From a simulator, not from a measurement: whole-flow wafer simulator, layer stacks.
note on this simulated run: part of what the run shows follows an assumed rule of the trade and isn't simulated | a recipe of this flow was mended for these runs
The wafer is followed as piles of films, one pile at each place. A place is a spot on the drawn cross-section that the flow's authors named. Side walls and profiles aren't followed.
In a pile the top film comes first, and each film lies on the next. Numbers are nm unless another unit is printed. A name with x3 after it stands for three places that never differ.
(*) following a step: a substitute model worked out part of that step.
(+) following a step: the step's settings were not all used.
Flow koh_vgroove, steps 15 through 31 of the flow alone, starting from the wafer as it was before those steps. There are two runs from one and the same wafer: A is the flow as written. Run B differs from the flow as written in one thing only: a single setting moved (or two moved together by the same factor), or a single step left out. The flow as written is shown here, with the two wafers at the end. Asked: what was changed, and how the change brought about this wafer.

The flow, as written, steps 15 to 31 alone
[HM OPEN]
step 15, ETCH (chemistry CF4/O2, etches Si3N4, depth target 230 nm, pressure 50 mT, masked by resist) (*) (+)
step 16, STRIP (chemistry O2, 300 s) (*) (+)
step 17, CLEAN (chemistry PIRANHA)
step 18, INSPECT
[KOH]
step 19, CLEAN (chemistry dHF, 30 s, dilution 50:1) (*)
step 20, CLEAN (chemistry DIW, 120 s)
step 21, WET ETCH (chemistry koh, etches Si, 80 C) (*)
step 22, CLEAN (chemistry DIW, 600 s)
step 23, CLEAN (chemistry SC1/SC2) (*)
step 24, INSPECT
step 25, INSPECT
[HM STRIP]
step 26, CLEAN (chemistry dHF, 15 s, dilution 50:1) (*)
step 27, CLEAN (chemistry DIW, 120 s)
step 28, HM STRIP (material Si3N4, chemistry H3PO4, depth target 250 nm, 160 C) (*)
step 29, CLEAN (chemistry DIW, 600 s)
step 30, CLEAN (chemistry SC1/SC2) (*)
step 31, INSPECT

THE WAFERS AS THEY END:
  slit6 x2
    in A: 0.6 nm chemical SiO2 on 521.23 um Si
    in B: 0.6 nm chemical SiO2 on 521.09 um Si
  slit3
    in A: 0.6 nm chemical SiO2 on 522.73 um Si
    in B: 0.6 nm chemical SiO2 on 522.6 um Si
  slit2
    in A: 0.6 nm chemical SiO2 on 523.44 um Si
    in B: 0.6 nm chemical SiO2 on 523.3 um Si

The reason: step 15, ETCH: depth target 368 nm was run, though the flow has depth target 230 nm.

The path from the change to this, step by step:
  step 15, ETCH (chemistry CF4/O2, etches Si3N4, depth target 230 nm, pressure 50 mT, masked by resist) (*) (+)
      slit3, slit2, slit6 x2: A Si3N4 loses 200 (all of it), chemical SiO2 loses 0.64 (all of it), Si loses 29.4 | B Si3N4 loses 200 (all of it), chemical SiO2 loses 0.64 (all of it), Si loses 167.4
      field: A i-line-resist loses 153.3 | B i-line-resist loses 245.3
  step 16, STRIP (chemistry O2, 300 s) (*) (+)
      field: A i-line-resist loses 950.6 (all of it) | B i-line-resist loses 858.6 (all of it)
